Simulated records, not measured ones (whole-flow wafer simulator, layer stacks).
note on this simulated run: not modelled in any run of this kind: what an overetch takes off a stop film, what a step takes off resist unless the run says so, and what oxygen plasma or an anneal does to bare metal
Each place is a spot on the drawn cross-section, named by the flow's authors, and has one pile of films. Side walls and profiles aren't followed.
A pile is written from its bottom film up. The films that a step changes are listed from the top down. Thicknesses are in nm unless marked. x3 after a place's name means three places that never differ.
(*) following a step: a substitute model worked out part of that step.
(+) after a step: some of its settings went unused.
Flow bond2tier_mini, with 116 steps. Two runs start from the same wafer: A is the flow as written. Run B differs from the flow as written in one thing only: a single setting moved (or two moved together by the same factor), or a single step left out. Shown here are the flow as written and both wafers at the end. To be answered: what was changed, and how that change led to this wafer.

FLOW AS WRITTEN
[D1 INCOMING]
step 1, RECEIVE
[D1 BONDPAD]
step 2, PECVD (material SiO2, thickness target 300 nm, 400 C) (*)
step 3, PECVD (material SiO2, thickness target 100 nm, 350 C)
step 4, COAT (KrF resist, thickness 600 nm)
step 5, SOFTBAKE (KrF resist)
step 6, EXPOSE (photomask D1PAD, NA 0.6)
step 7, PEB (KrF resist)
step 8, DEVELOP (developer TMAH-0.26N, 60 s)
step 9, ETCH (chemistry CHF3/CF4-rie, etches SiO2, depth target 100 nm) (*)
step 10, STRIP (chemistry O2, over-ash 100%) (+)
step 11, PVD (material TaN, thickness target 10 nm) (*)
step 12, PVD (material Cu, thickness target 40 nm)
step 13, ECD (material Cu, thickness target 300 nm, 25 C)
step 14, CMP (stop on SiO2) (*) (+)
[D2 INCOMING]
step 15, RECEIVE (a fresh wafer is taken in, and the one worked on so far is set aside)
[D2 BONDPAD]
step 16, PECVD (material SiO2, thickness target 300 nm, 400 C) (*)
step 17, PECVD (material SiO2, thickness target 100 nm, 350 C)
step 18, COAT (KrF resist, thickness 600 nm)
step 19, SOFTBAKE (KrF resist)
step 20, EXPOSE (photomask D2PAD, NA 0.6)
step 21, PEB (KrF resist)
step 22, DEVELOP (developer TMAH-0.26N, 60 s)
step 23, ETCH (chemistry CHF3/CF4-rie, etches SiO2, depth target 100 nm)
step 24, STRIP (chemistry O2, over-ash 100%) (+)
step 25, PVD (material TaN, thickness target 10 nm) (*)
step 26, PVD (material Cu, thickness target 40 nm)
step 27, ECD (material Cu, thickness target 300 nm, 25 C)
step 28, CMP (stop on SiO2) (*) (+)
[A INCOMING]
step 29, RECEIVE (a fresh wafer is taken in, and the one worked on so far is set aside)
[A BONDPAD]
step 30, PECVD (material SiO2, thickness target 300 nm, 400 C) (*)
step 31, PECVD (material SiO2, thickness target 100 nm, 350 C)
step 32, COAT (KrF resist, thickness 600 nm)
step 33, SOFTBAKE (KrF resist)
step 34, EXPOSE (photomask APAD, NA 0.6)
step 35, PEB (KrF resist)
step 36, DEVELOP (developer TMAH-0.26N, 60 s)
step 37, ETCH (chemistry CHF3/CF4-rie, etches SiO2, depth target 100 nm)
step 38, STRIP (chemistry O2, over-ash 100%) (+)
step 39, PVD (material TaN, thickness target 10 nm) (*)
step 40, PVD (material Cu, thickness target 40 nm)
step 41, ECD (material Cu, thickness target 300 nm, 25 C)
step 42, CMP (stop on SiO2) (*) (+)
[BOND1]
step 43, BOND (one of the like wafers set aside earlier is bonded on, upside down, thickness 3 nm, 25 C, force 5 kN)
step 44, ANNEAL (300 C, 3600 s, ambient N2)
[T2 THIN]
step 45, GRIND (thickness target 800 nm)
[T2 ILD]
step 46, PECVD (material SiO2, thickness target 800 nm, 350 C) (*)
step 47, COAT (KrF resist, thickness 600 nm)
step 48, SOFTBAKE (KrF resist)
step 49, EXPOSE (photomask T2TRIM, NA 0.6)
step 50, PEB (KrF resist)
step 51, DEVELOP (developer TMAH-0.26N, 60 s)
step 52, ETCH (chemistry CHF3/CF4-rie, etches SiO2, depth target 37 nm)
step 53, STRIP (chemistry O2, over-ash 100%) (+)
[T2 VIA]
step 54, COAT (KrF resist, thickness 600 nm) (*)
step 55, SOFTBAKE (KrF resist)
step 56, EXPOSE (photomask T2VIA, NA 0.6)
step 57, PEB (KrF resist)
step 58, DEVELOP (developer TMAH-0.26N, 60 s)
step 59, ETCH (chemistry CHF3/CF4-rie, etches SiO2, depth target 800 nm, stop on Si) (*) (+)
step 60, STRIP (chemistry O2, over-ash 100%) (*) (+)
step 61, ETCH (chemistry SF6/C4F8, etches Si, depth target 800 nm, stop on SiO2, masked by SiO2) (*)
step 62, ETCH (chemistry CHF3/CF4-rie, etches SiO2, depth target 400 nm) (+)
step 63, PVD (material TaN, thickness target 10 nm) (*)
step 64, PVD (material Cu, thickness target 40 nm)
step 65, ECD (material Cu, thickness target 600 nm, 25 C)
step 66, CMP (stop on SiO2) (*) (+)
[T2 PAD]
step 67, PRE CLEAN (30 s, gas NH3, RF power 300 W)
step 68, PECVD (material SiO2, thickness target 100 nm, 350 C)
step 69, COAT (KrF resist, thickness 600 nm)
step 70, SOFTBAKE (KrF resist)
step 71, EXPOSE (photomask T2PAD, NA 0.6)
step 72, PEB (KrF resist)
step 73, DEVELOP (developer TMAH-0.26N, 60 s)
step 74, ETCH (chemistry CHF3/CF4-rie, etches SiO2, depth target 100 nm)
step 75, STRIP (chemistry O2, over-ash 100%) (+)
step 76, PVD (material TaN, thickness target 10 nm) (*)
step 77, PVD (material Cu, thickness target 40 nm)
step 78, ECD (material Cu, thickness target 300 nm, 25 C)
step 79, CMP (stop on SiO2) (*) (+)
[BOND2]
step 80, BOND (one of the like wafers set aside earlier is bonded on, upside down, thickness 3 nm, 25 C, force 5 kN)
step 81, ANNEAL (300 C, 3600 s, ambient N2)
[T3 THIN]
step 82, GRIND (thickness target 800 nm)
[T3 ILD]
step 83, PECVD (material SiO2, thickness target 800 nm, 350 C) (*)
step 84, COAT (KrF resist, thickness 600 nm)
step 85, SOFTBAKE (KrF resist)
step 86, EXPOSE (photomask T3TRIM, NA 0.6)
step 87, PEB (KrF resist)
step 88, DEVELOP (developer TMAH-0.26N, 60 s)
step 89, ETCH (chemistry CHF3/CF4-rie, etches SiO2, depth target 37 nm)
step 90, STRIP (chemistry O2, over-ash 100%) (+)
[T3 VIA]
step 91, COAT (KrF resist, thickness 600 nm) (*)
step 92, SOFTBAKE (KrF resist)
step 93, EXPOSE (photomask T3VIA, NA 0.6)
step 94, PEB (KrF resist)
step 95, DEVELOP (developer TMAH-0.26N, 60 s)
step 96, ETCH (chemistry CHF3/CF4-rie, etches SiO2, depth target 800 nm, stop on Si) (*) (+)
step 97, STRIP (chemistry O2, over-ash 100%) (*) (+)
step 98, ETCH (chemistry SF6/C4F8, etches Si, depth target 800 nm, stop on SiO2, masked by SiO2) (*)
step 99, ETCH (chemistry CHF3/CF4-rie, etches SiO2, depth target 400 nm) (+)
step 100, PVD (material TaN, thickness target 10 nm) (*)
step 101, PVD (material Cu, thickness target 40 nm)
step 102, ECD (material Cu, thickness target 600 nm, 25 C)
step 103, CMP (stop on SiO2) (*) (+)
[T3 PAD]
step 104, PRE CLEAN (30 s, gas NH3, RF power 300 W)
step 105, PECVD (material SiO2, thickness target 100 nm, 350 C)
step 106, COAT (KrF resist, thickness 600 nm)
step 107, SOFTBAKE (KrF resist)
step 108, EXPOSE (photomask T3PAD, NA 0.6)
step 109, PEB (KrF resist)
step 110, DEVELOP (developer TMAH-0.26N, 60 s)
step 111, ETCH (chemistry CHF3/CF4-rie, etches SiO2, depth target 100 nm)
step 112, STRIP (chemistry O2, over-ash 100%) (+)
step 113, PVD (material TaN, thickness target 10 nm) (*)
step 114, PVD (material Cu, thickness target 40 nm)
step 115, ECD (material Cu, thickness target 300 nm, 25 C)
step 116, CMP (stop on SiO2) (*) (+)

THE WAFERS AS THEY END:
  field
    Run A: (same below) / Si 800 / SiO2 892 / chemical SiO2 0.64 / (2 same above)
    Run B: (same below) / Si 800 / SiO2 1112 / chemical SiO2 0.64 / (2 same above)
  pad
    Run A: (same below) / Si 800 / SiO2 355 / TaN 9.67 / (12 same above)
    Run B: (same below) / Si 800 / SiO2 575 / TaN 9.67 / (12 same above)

What caused this: step 62, ETCH: depth target 180 nm was run, whereas the flow has depth target 400 nm.

Step by step, how the change led to this:
  step 62, ETCH (chemistry CHF3/CF4-rie, etches SiO2, depth target 400 nm) (+)
      field, pad: A SiO2 loses 400 | B SiO2 loses 180
